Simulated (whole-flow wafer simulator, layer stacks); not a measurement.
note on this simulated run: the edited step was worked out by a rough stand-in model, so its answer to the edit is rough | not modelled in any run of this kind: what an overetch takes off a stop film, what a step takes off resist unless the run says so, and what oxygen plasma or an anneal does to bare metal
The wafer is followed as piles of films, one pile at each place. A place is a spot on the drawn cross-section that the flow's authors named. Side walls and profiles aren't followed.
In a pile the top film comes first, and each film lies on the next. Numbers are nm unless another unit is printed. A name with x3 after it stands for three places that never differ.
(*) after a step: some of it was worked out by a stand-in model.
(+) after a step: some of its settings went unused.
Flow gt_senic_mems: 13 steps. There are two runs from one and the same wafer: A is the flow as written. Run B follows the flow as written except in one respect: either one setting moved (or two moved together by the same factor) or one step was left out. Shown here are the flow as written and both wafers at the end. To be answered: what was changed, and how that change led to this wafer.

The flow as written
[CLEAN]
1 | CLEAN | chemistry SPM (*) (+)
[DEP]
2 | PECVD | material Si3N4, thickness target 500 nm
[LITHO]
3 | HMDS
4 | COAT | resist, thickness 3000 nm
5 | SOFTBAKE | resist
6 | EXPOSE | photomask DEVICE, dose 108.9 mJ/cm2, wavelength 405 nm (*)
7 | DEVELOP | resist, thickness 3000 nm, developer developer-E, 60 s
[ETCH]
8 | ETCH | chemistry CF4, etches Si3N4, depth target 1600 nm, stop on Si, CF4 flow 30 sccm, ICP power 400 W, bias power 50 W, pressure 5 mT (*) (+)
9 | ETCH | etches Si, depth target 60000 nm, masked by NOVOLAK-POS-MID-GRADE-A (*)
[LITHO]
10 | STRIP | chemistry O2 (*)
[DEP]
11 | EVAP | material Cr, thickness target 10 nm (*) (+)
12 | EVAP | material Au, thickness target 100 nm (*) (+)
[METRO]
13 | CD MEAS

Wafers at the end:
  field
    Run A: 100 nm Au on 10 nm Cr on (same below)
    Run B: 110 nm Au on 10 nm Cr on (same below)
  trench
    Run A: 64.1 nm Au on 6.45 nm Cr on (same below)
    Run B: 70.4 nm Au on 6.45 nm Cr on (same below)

What caused this: step 12, EVAP: thickness target 110 nm was run, while the flow as written has thickness target 100 nm.
The wafer itself shows it: field has Au 110, and step 12 as written asks for 100 nm.

Step by step, how the change led to this:
  12 | EVAP | material Au, thickness target 100 nm (*) (+)
      field: A +100 Au (new film) | B +110 Au (new film)
      trench: A +64.1 Au (new film) | B +70.4 Au (new film)
